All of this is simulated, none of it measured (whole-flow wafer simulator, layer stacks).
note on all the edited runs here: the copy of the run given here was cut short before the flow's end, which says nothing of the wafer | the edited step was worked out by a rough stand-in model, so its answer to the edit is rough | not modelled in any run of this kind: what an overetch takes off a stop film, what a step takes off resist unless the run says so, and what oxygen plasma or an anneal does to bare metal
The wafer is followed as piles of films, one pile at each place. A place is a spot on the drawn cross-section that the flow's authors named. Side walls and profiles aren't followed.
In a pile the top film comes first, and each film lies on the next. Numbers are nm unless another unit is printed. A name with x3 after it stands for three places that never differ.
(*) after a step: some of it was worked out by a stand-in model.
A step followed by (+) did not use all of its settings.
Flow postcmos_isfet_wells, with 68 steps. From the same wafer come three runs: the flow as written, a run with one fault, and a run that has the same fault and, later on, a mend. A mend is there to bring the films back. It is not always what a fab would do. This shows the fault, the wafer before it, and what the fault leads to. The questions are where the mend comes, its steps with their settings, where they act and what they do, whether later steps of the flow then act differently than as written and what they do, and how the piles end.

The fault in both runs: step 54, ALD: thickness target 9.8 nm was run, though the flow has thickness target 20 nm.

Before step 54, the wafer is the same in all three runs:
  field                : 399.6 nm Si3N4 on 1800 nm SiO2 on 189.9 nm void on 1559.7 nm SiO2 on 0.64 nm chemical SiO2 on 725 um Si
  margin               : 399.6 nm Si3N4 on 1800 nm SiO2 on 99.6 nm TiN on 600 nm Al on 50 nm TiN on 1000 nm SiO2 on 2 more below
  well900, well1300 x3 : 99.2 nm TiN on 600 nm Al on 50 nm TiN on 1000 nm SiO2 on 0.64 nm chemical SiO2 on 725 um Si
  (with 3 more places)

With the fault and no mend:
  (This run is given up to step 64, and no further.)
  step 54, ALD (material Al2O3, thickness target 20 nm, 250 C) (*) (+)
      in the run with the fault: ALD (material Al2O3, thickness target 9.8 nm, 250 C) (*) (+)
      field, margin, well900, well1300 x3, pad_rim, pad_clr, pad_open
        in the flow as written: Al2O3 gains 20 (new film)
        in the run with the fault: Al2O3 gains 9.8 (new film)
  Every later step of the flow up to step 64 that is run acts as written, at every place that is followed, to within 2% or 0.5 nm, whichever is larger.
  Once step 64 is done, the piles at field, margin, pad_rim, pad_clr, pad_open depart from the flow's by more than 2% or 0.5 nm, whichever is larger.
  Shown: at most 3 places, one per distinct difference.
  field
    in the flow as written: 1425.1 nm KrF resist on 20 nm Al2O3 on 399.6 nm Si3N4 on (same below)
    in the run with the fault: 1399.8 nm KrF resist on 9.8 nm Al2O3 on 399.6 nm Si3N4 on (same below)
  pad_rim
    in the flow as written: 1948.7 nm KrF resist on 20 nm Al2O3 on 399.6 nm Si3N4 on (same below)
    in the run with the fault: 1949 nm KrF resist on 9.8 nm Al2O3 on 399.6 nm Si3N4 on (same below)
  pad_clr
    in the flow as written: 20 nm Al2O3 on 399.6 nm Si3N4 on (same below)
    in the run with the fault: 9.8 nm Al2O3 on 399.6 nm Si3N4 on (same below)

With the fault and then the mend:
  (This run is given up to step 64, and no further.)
  The mend follows step 54.
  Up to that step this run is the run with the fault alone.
  step 54a, ALD (material Al2O3, thickness target 10.2 nm, 250 C) (*) (+) (a further turn of the flow's step 54, with different settings)
      field, margin, well900, well1300 x3, pad_rim, pad_clr, pad_open
        Al2O3 gains 10.2
  Every later step of the flow up to step 64 that is run acts as written at every place that is followed.
  At every place that both follow, the piles after step 64 match the flow's.
